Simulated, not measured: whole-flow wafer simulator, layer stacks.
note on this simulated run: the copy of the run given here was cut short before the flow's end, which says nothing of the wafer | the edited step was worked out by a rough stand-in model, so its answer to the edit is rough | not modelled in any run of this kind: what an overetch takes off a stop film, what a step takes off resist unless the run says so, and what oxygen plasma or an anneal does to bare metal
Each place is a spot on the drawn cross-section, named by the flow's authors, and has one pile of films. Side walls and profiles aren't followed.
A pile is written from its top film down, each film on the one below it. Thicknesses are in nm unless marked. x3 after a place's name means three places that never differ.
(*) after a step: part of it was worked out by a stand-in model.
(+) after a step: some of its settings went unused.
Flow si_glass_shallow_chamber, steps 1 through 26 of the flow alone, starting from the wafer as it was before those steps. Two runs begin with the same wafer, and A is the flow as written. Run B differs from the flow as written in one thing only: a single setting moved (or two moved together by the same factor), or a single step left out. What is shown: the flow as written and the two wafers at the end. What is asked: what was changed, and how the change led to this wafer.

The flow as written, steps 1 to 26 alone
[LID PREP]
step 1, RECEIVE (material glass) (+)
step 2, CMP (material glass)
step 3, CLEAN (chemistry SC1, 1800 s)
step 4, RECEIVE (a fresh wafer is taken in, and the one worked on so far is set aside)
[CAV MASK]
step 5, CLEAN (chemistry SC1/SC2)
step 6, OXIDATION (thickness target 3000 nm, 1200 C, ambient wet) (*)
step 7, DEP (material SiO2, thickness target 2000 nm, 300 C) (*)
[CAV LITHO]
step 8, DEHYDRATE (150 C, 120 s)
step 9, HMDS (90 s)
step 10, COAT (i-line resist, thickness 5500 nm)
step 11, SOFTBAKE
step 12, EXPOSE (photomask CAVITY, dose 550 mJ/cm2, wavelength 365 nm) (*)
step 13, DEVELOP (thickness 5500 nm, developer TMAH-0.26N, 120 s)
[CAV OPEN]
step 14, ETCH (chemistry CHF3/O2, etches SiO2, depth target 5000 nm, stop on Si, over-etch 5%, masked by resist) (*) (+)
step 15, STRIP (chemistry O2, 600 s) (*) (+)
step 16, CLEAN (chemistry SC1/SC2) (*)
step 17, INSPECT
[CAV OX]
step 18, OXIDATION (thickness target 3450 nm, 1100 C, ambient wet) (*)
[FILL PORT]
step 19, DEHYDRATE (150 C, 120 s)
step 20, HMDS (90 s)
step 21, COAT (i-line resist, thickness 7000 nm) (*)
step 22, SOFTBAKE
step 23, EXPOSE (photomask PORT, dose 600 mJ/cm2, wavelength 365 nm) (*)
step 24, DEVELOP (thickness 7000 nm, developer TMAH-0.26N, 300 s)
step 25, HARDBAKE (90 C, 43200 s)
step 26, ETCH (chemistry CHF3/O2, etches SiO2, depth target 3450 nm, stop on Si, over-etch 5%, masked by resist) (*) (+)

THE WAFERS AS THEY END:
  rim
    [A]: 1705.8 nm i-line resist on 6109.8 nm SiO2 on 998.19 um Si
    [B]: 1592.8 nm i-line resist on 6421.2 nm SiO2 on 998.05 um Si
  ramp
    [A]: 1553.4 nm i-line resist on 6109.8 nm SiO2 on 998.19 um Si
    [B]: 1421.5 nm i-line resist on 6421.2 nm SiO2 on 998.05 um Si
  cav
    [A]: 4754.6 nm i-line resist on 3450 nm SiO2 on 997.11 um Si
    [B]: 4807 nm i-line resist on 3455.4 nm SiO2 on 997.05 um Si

What caused this: step 6, OXIDATION: thickness target 3375 nm was run, while the flow as written has thickness target 3000 nm.

Step by step, how the change led to this:
  step 6, OXIDATION (thickness target 3000 nm, 1200 C, ambient wet) (*)
      rim, ramp, cav, port, septum, ring: A +3000 SiO2 (new film), -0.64 chemical SiO2 (all of it), -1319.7 Si | B +3375 SiO2 (new film), -0.64 chemical SiO2 (all of it), -1484.7 Si
  step 14, ETCH (chemistry CHF3/O2, etches SiO2, depth target 5000 nm, stop on Si, over-etch 5%, masked by resist) (*) (+)
      cav, port: A -5000 SiO2 (all of it), -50 Si | B -5250 SiO2
  step 15, STRIP (chemistry O2, 600 s) (*) (+)
      cav, port: A +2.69 chemical SiO2 (new film), -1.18 Si | B nothing
  step 18, OXIDATION (thickness target 3450 nm, 1100 C, ambient wet) (*)
      cav, port: A +3450 SiO2 (new film), -2.69 chemical SiO2 (all of it), -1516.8 Si | B +3330.4 SiO2, -1465.4 Si
      rim, ramp, septum, ring: A +1109.8 SiO2, -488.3 Si | B +1046.2 SiO2, -460.3 Si
  step 21, COAT (i-line resist, thickness 7000 nm) (*)
      ramp: A +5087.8 i-line resist (new film) | B +4978.4 i-line resist (new film)
  step 22, SOFTBAKE
      rim: A -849 i-line resist | B -886.7 i-line resist
      ramp: A -434.5 i-line resist | B -461.5 i-line resist
      (as well as at 3 more places)
  step 25, HARDBAKE (90 C, 43200 s)
      rim: A -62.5 i-line resist | B -58.5 i-line resist
      ramp: A -57.1 i-line resist | B -52.6 i-line resist
  step 26, ETCH (chemistry CHF3/O2, etches SiO2, depth target 3450 nm, stop on Si, over-etch 5%, masked by resist) (*) (+)
      port: A -3450 SiO2 (all of it), -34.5 Si | B -3455.4 SiO2 (all of it), -33.4 Si
